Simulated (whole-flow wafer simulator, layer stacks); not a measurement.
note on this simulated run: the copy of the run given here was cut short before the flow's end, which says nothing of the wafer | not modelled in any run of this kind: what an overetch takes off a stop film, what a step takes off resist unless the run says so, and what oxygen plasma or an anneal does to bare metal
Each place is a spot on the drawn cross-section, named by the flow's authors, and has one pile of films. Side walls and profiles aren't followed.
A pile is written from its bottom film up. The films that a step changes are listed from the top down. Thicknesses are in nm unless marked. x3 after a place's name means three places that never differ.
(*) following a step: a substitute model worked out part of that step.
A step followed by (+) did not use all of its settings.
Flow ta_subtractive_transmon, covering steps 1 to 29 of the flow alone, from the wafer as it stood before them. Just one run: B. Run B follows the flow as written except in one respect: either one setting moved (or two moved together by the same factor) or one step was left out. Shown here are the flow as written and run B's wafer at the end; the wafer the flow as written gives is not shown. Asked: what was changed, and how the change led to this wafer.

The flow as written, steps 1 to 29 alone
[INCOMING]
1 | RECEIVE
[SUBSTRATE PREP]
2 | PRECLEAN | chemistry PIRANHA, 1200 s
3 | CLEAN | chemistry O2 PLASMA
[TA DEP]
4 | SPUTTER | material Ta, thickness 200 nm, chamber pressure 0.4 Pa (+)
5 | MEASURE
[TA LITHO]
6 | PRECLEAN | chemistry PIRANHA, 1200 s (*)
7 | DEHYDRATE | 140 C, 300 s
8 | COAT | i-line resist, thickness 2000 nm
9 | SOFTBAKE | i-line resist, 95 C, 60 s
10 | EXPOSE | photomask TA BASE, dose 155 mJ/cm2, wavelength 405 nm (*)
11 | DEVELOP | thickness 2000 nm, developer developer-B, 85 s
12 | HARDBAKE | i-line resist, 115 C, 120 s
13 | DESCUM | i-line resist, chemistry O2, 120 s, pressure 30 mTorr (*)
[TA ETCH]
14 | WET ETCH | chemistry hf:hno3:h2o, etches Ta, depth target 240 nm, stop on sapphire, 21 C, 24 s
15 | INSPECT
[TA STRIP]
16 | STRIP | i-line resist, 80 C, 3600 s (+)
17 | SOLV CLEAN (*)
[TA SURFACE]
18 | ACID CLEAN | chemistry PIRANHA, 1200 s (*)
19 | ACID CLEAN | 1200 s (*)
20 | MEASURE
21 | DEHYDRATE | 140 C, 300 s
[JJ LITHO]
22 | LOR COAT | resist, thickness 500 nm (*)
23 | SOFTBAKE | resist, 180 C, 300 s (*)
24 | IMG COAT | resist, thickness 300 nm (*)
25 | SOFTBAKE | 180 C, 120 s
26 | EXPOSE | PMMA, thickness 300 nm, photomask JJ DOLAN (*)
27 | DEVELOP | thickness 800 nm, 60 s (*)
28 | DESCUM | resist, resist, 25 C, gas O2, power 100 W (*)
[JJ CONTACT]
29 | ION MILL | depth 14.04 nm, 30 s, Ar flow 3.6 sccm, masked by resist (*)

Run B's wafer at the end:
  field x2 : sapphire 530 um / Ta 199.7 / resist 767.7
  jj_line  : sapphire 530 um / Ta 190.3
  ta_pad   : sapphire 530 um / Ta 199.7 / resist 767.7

What caused this: step 14, WET ETCH: chemistry hf:hno3:h2o, etches Ta, depth target 240 nm, stop on sapphire, 21 C, 24 s, was skipped.

The path from the change to this, step by step:
  22 | LOR COAT | resist, thickness 500 nm (*)
      lead: +500 resist (new film) (in the flow as written it would be: +554.8 resist (new film))
      ta_contact: +500 resist (new film) (in the flow as written it would be: +443.8 resist (new film))
      (also at 1 further place)
  24 | IMG COAT | resist, thickness 300 nm (*)
      lead: +300 resist (in the flow as written it would be: +312.6 resist)
      ta_contact: +300 resist (in the flow as written it would be: +287.4 resist)
      (also at 1 further place)
  27 | DEVELOP | thickness 800 nm, 60 s (*)
      lead: -800 resist (all of it) (in the flow as written it would be: -867.4 resist (all of it))
      ta_contact: -800 resist (all of it) (in the flow as written it would be: -731.2 resist (all of it))
  29 | ION MILL | depth 14.04 nm, 30 s, Ar flow 3.6 sccm, masked by resist (*)
      jj_line, lead: -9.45 Ta (in the flow as written it would be: -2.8 sapphire)
With metal films that touch counted as one body, field x2 has 1 body; the flow as written gives 0 bodies.
With metal films that touch counted as one body, jj_line has 1 body; the flow as written gives 0 bodies.
